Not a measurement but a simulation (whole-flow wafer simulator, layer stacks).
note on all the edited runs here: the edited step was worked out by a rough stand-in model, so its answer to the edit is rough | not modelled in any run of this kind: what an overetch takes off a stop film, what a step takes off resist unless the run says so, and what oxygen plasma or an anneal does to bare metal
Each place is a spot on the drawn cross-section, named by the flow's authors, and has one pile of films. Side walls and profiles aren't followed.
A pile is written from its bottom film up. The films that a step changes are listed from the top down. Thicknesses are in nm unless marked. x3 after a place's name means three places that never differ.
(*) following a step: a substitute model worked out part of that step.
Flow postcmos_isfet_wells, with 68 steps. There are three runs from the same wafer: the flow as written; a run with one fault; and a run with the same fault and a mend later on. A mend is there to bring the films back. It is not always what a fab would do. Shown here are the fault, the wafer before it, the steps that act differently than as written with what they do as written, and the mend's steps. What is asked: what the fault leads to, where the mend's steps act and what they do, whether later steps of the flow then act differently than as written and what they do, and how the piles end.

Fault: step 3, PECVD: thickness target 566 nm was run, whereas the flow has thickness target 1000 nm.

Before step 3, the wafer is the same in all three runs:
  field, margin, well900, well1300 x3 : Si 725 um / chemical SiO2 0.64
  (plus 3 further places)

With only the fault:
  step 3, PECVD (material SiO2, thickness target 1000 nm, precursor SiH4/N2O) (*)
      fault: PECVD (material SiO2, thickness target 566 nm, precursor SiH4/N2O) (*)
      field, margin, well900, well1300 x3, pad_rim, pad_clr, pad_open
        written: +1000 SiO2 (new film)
        fault: +566 SiO2 (new film)
  Every later step of the flow that is run acts as written at every place that is followed.
  The piles end different from the flow's at field, margin, well900, well1300 x3, pad_rim, pad_clr, pad_open by more than 2% or 0.5 nm, whichever is larger.
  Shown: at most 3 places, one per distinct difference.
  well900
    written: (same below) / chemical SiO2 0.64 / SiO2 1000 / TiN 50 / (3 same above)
    fault: (same below) / chemical SiO2 0.64 / SiO2 566 / TiN 50 / (3 same above)
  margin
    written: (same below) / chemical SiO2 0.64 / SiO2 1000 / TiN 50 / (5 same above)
    fault: (same below) / chemical SiO2 0.64 / SiO2 566 / TiN 50 / (5 same above)
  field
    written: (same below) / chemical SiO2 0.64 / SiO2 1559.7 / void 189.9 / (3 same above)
    fault: (same below) / chemical SiO2 0.64 / SiO2 1125.7 / void 189.9 / (3 same above)

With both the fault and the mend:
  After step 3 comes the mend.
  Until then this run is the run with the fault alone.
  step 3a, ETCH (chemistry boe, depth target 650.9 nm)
      field, margin, well900, well1300 x3, pad_rim, pad_clr, pad_open
        -566 SiO2 (all of it), -0.64 chemical SiO2 (all of it)
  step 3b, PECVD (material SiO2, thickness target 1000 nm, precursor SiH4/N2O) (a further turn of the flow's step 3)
      field, margin, well900, well1300 x3, pad_rim, pad_clr, pad_open
        +1000 SiO2 (new film)
  Every later step of the flow that is run acts as written at every place that is followed.
  The piles end different from the flow's at field, margin, well900, well1300 x3, pad_rim, pad_clr, pad_open by more than 2% or 0.5 nm, whichever is larger.
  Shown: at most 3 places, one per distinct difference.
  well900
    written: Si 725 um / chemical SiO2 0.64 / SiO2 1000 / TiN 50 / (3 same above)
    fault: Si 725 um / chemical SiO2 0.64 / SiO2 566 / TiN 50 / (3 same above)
    mend: Si 725 um / SiO2 1000 / TiN 50 / (3 same above)
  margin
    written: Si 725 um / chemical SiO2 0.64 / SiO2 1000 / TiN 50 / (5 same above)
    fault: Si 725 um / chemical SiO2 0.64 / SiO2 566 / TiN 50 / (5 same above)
    mend: Si 725 um / SiO2 1000 / TiN 50 / (5 same above)
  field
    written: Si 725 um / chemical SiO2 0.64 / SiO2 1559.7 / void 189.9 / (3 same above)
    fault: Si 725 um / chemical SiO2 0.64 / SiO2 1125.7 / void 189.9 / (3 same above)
    mend: Si 725 um / SiO2 1559.7 / void 189.9 / (3 same above)
